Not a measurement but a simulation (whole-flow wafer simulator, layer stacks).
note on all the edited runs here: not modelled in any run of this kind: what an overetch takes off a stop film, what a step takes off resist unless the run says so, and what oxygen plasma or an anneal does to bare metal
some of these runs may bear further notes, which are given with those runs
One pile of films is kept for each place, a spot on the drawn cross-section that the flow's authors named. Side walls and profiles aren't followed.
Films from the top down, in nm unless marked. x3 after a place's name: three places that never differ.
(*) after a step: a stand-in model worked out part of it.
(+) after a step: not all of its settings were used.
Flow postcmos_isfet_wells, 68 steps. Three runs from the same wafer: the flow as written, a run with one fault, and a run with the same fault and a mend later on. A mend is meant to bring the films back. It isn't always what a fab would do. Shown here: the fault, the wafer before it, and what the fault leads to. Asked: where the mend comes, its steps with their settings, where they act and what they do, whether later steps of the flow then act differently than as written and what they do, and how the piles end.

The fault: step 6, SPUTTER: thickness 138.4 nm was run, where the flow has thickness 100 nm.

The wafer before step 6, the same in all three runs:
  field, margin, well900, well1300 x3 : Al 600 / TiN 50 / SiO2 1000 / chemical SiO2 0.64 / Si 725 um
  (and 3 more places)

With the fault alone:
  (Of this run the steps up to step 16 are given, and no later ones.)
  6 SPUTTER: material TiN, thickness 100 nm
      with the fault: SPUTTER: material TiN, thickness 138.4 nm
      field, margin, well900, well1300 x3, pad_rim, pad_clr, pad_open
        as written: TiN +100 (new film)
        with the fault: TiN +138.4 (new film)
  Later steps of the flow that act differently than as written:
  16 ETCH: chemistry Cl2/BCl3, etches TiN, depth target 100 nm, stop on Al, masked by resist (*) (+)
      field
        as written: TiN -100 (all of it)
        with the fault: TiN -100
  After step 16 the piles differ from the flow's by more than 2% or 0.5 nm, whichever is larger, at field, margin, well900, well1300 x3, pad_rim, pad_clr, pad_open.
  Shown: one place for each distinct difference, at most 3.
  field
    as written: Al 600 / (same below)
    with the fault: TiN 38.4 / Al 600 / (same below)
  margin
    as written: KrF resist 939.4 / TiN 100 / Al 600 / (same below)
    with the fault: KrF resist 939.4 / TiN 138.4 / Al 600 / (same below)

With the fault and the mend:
  The mend comes after step 6.
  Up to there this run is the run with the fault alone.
  6a ETCH: chemistry peroxide tin strip, depth target 159.2 nm
      field, margin, well900, well1300 x3, pad_rim, pad_clr, pad_open
        TiN -138.4 (all of it)
  6b SPUTTER: material TiN, thickness 100 nm (the flow's step 6 once more)
      field, margin, well900, well1300 x3, pad_rim, pad_clr, pad_open
        TiN +100 (new film)
  No later step of the flow acts differently than as written at any place that is followed.
  At the end the piles are the same as the flow's at every place that both follow.
